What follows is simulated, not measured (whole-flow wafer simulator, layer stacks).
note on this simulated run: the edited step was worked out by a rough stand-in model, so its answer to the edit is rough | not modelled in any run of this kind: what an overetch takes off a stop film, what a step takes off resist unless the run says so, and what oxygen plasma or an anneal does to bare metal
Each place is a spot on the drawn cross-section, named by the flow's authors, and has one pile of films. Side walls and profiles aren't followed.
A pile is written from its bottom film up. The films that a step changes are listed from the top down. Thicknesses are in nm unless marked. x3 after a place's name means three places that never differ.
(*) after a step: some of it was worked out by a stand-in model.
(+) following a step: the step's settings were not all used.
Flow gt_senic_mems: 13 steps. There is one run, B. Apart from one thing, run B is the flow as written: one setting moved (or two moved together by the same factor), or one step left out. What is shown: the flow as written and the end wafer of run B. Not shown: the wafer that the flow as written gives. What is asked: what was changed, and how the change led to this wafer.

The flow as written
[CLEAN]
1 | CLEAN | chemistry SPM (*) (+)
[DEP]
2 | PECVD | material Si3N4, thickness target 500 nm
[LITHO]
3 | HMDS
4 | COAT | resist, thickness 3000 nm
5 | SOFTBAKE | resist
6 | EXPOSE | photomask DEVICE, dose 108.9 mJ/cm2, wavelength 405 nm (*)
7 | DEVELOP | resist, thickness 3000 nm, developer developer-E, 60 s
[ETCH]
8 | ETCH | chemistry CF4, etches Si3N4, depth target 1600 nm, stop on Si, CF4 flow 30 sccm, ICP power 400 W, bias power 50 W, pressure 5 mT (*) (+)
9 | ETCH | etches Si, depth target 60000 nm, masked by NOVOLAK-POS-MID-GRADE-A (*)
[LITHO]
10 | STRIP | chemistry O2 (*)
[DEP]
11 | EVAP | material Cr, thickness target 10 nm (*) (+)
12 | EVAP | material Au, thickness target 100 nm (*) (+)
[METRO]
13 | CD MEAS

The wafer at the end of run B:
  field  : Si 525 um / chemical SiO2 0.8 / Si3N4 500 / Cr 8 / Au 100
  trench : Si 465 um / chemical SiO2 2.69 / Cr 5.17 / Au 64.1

Cause: step 11, EVAP: thickness target 8 nm was run, whereas the flow has thickness target 10 nm.
The wafer itself shows it: field has Cr 8, and step 11 as written asks for 10 nm.

How this came from the change, step by step:
  11 | EVAP | material Cr, thickness target 10 nm (*) (+)
      field: +8 Cr (new film) (it would be, as written: +10 Cr (new film))
      trench: +5.17 Cr (new film) (it would be, as written: +6.45 Cr (new film))
